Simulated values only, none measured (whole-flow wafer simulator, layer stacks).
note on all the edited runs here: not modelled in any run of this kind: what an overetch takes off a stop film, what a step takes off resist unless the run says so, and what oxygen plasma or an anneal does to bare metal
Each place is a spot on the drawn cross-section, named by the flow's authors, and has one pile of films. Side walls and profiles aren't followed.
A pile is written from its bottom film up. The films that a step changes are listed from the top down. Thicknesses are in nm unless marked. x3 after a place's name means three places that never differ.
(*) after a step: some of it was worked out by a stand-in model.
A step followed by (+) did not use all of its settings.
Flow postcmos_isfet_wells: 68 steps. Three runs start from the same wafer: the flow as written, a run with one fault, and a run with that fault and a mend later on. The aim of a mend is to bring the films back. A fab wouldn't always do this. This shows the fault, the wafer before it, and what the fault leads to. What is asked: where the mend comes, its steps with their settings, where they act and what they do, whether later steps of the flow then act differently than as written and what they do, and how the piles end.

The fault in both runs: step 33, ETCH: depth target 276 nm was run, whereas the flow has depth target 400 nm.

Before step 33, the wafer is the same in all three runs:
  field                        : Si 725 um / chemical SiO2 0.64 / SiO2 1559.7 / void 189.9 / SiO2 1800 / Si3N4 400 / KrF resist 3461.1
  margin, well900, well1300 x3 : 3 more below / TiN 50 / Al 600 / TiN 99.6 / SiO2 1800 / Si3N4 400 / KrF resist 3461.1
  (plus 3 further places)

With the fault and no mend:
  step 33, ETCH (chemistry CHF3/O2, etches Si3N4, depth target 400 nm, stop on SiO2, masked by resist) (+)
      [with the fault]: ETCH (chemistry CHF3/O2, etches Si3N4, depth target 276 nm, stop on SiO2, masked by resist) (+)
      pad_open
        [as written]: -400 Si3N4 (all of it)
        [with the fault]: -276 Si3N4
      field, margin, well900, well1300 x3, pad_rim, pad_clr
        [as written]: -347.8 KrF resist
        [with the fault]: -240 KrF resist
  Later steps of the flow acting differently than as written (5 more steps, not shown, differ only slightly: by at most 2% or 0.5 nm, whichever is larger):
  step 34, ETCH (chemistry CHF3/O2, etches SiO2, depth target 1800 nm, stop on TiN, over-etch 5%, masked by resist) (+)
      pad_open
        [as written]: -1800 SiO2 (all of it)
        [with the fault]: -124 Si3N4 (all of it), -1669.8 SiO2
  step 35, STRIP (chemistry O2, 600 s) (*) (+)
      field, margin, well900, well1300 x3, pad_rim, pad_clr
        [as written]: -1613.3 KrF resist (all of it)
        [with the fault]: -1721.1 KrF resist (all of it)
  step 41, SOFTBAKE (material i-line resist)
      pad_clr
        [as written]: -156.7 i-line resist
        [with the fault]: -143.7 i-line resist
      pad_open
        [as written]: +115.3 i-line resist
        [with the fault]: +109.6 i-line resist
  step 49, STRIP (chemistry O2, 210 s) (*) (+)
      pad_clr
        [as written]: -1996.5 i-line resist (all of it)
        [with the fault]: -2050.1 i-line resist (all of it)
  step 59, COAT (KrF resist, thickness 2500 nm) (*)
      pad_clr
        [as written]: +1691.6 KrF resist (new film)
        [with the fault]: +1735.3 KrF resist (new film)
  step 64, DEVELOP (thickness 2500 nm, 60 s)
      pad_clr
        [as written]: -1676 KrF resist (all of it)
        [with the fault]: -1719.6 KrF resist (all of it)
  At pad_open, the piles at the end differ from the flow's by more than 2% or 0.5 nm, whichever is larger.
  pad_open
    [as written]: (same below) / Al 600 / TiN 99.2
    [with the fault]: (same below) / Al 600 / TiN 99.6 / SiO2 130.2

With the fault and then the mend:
  After step 33 comes the mend.
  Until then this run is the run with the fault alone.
  step 33a, ETCH (chemistry CHF3/O2, etches Si3N4, depth target 124 nm, stop on SiO2, masked by resist) (the flow's step 33, run once more with other settings)
      field, margin, well900, well1300 x3, pad_rim, pad_clr
        -107.8 KrF resist
      pad_open
        -124 Si3N4 (all of it)
  Every later step of the flow that is run acts as written at every place that is followed.
  At every place that both follow, the piles at the end match the flow's.
